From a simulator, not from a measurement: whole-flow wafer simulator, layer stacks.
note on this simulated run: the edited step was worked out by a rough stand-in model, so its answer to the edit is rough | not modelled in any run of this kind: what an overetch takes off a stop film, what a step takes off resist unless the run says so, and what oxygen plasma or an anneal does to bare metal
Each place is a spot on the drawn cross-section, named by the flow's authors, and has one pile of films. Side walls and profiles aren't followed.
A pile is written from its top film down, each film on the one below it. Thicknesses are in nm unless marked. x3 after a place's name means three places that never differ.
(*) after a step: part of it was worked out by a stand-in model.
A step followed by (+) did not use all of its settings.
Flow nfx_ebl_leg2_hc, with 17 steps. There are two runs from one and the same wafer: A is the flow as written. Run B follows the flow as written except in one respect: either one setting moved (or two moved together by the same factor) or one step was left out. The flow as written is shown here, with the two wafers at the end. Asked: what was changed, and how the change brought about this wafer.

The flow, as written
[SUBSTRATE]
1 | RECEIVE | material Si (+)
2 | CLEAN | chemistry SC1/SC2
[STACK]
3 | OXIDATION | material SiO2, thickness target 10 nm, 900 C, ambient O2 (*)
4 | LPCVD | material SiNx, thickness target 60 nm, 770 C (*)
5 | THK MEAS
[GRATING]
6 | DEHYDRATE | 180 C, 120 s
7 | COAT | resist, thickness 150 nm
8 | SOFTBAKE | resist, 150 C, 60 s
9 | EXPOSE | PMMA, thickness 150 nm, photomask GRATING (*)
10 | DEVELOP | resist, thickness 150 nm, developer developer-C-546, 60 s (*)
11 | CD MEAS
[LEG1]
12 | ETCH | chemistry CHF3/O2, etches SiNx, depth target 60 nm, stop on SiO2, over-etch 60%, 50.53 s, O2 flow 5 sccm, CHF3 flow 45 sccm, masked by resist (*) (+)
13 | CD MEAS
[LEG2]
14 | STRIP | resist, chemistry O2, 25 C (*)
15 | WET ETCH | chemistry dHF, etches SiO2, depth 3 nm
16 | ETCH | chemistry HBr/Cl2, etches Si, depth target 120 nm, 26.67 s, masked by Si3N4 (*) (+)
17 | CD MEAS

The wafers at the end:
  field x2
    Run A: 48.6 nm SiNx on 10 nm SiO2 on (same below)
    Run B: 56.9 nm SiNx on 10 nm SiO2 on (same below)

The reason: step 4, LPCVD: thickness target 68.3 nm was run, while the flow as written has thickness target 60 nm.

How this came from the change, step by step:
  4 | LPCVD | material SiNx, thickness target 60 nm, 770 C (*)
      field x2, pad x2: A SiNx gains 60 (new film) | B SiNx gains 68.3 (new film)
  12 | ETCH | chemistry CHF3/O2, etches SiNx, depth target 60 nm, stop on SiO2, over-etch 60%, 50.53 s, O2 flow 5 sccm, CHF3 flow 45 sccm, masked by resist (*) (+)
      pad x2: A SiNx loses 60 (all of it), SiO2 loses 10 (all of it) | B SiNx loses 68.3 (all of it), SiO2 loses 10 (all of it)
